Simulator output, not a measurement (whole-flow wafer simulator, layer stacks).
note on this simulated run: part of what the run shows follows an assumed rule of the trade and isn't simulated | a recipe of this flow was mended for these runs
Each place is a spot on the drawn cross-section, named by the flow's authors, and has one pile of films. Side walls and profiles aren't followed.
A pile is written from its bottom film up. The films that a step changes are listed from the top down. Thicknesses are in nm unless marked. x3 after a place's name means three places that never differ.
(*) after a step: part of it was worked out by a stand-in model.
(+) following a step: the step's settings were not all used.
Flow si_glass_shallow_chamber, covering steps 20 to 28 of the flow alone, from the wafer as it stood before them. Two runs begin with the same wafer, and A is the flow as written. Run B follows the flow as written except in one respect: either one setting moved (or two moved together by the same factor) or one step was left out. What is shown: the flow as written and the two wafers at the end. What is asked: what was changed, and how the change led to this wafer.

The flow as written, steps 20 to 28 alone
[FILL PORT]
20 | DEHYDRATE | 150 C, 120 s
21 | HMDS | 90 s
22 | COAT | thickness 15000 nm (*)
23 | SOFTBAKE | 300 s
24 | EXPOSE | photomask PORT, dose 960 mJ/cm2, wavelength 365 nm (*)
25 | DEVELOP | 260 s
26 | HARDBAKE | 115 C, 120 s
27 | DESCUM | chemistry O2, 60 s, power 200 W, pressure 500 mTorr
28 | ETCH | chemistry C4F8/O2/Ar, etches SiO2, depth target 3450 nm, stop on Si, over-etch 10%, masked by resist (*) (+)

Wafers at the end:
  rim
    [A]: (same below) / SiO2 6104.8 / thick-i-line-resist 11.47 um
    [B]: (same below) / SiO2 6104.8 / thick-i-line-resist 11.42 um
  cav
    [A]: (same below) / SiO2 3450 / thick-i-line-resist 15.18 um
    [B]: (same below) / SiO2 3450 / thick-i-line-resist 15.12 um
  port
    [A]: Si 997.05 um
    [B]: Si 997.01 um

Cause: step 28, ETCH: depth target 3698 nm was run, though the flow has depth target 3450 nm.

How this came from the change, step by step:
  28 | ETCH | chemistry C4F8/O2/Ar, etches SiO2, depth target 3450 nm, stop on Si, over-etch 10%, masked by resist (*) (+)
      rim, ramp, cav, septum, ring: A -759 thick-i-line-resist | B -813.6 thick-i-line-resist
      port: A -3450 SiO2 (all of it), -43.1 Si | B -3450 SiO2 (all of it), -77.2 Si
